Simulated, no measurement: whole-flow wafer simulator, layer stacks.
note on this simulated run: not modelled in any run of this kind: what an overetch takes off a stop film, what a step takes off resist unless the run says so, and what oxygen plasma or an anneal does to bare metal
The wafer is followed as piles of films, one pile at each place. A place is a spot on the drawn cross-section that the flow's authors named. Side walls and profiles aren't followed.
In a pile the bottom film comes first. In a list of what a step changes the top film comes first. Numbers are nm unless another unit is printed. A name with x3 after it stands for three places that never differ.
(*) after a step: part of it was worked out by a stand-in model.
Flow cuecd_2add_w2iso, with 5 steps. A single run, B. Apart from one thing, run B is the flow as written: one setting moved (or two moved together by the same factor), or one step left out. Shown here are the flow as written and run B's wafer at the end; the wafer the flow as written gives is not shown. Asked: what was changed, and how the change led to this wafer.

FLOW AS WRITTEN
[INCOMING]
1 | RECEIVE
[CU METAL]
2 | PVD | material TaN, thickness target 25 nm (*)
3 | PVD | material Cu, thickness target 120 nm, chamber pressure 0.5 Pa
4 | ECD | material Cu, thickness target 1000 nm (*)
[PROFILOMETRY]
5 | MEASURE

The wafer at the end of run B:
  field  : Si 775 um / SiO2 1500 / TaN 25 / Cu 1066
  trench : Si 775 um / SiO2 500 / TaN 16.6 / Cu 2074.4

What caused this: step 3, PVD: thickness target 66 nm was run, whereas the flow has thickness target 120 nm.

How this came from the change, step by step:
  3 | PVD | material Cu, thickness target 120 nm, chamber pressure 0.5 Pa
      field: +66 Cu (new film) (in the flow as written it would be: +120 Cu (new film))
      trench: +44.6 Cu (new film) (in the flow as written it would be: +80.8 Cu (new film))
